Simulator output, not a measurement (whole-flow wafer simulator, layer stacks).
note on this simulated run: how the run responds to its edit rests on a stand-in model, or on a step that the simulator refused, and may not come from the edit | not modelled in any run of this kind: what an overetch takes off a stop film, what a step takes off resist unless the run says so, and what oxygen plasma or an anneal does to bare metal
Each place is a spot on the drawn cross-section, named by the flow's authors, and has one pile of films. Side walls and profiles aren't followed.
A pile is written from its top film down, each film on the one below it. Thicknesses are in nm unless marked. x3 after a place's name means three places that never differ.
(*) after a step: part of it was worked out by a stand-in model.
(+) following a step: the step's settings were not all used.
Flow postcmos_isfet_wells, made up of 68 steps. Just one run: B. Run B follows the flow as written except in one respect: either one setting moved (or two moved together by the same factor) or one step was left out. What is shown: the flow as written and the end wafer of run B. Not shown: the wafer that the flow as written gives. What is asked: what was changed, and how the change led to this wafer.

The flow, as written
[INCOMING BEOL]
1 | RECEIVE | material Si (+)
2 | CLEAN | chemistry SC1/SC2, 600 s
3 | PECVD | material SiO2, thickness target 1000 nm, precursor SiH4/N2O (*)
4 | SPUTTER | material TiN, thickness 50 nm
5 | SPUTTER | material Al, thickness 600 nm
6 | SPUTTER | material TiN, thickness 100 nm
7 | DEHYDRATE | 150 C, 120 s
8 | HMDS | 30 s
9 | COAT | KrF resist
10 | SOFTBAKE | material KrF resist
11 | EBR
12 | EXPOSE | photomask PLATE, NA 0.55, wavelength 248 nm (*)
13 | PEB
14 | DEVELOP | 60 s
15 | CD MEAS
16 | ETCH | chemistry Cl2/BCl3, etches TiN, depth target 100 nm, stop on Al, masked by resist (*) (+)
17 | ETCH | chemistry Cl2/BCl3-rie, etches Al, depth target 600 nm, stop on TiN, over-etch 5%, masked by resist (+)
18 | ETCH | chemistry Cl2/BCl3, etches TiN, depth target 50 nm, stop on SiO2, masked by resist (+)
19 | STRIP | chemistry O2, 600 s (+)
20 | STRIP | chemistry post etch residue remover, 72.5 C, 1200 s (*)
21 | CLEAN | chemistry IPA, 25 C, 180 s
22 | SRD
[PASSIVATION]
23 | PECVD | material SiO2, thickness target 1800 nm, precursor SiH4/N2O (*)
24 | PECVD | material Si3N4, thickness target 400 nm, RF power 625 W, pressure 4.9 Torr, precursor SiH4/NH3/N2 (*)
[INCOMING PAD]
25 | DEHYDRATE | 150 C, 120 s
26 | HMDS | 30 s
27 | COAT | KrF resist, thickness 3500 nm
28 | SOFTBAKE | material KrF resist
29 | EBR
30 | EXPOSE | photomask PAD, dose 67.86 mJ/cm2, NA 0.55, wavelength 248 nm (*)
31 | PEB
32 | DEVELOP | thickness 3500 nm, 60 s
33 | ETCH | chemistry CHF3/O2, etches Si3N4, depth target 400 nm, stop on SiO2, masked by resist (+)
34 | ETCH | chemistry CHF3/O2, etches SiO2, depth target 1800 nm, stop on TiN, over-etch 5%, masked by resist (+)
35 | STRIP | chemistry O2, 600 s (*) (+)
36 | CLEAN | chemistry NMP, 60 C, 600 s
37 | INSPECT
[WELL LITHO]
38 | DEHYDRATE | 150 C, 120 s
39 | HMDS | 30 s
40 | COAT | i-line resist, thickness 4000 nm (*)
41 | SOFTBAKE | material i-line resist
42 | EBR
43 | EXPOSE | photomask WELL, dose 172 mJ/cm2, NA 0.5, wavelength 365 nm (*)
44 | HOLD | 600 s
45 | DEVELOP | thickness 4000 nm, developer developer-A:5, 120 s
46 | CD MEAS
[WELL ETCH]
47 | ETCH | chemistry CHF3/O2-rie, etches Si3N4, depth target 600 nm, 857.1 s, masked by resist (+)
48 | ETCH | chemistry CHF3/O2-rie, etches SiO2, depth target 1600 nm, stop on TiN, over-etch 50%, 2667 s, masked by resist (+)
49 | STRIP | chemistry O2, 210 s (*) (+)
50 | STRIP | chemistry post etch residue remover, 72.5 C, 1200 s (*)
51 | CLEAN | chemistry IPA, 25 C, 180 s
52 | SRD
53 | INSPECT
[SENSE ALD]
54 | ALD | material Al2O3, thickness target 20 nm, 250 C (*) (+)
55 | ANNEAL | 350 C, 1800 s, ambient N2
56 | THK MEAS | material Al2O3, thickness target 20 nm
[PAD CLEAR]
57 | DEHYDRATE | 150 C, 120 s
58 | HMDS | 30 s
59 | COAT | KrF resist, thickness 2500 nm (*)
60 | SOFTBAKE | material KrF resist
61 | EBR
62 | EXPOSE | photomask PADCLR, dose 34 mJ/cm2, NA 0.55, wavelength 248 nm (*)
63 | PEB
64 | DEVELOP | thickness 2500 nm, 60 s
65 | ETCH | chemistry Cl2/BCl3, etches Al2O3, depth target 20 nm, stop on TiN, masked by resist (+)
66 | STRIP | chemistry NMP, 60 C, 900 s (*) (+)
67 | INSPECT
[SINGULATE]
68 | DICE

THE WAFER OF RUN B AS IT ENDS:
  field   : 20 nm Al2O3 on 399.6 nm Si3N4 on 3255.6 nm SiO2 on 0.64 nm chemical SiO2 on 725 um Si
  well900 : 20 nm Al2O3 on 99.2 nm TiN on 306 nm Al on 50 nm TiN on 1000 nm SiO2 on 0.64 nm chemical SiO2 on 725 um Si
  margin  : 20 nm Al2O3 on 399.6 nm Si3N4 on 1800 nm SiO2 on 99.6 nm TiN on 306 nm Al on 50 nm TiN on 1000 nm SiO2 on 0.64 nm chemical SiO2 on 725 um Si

Cause: step 5, SPUTTER: thickness 306 nm was run, though the flow has thickness 600 nm.
The wafer lets one read it off: well900 has Al 306, and step 5 as written asks for 600 nm.

The path from the change to this, step by step:
  5 | SPUTTER | material Al, thickness 600 nm
      field, margin, well900, well1300 x3, pad_rim, pad_clr, pad_open: +306 Al (new film) (in the flow as written it would be: +600 Al (new film))
  17 | ETCH | chemistry Cl2/BCl3-rie, etches Al, depth target 600 nm, stop on TiN, over-etch 5%, masked by resist (+)
      margin, well900, well1300 x3, pad_rim, pad_clr, pad_open: -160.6 KrF resist (in the flow as written it would be: -300 KrF resist)
      field: -306 Al (all of it) (in the flow as written it would be: -600 Al (all of it))
  19 | STRIP | chemistry O2, 600 s (+)
      margin, well900, well1300 x3, pad_rim, pad_clr, pad_open: -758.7 KrF resist (all of it) (in the flow as written it would be: -619.4 KrF resist (all of it))
  23 | PECVD | material SiO2, thickness target 1800 nm, precursor SiH4/N2O (*)
      field: +2255.6 SiO2 (in the flow as written it would be: +1800 SiO2 (new film), +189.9 void (new film), +559.7 SiO2)
